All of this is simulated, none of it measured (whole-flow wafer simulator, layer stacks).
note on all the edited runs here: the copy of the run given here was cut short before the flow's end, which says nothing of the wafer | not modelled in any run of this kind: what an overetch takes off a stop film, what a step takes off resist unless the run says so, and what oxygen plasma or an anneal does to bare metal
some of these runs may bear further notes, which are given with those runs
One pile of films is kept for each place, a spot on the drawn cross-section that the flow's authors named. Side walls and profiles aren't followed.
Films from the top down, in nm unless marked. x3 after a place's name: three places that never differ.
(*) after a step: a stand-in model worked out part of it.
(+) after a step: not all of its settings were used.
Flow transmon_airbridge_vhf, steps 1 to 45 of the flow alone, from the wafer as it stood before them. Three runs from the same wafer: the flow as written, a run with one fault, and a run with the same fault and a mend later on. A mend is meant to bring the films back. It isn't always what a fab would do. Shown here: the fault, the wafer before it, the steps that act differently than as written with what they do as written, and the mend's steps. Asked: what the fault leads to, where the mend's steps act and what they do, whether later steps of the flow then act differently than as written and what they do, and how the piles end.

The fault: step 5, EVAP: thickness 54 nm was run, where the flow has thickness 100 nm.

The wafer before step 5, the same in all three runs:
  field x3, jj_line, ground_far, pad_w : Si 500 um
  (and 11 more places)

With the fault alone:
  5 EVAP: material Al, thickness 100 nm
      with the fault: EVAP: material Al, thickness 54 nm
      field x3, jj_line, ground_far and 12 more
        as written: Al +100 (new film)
        with the fault: Al +54 (new film)
  Later steps of the flow that act differently than as written (15 more steps differ only slightly, by at most 2% or 0.5 nm, whichever is larger, and aren't shown):
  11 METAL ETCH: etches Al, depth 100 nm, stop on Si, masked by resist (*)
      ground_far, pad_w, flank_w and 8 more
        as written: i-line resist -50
        with the fault: i-line resist -40.5
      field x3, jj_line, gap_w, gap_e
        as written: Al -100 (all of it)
        with the fault: Al -54 (all of it)
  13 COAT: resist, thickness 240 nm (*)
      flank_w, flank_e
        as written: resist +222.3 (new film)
        with the fault: resist +229.9 (new film)
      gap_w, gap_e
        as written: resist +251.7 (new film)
        with the fault: resist +246.5 (new film)
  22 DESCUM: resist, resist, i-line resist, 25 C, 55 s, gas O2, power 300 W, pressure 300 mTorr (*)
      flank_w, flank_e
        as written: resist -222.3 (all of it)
        with the fault: resist -229.9 (all of it)
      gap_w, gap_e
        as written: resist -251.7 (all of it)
        with the fault: resist -246.5 (all of it)
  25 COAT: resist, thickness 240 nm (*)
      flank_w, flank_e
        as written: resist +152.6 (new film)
        with the fault: resist +158 (new film)
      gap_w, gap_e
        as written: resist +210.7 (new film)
        with the fault: resist +205.8 (new film)
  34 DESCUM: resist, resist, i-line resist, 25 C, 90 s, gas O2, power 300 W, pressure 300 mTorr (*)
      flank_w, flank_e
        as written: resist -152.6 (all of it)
        with the fault: resist -158 (all of it)
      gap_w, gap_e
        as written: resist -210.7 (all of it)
        with the fault: resist -205.8 (all of it)
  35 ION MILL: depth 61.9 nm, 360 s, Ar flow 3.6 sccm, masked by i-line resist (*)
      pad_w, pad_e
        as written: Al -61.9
        with the fault: Al -54 (all of it), Si -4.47
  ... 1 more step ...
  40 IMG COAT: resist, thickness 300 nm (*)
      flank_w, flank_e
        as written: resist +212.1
        with the fault: resist +219.2
  At the end the piles differ from the flow's by more than 2% or 0.5 nm, whichever is larger, at ground_far, pad_w, flank_w and 8 more.
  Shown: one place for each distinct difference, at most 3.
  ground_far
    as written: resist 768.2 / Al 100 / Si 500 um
    with the fault: resist 768.2 / Al 54 / Si 500 um
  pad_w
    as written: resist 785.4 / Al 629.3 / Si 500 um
    with the fault: resist 786 / Al 591.3 / Si 500 um
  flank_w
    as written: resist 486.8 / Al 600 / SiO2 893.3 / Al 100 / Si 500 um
    with the fault: resist 493.5 / Al 600 / SiO2 893.1 / Al 54 / Si 500 um

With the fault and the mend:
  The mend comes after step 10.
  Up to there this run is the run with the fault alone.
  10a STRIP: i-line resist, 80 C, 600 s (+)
      ground_far, pad_w, flank_w and 8 more
        i-line resist -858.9 (all of it)
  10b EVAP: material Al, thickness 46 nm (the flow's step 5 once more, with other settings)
      field x3, jj_line, ground_far and 12 more
        Al +46
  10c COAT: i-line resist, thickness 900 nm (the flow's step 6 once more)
      field x3, jj_line, ground_far and 12 more
        i-line resist +900 (new film)
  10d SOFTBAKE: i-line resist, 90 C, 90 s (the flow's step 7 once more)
      changes no film at any place that is followed
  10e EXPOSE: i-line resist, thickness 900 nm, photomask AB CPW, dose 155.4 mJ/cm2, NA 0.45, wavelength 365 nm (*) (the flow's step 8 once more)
      changes no film at any place that is followed
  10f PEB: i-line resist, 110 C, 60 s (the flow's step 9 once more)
      field x3, jj_line, ground_far and 12 more
        i-line resist -41
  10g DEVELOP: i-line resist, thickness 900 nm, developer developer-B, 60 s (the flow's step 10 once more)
      ground_far, pad_w, flank_w and 8 more
        i-line resist -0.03
      field x3, jj_line, gap_w, gap_e
        i-line resist -859 (all of it)
  No later step of the flow acts differently than as written at any place that is followed.
  At the end the piles are the same as the flow's at every place that both follow.
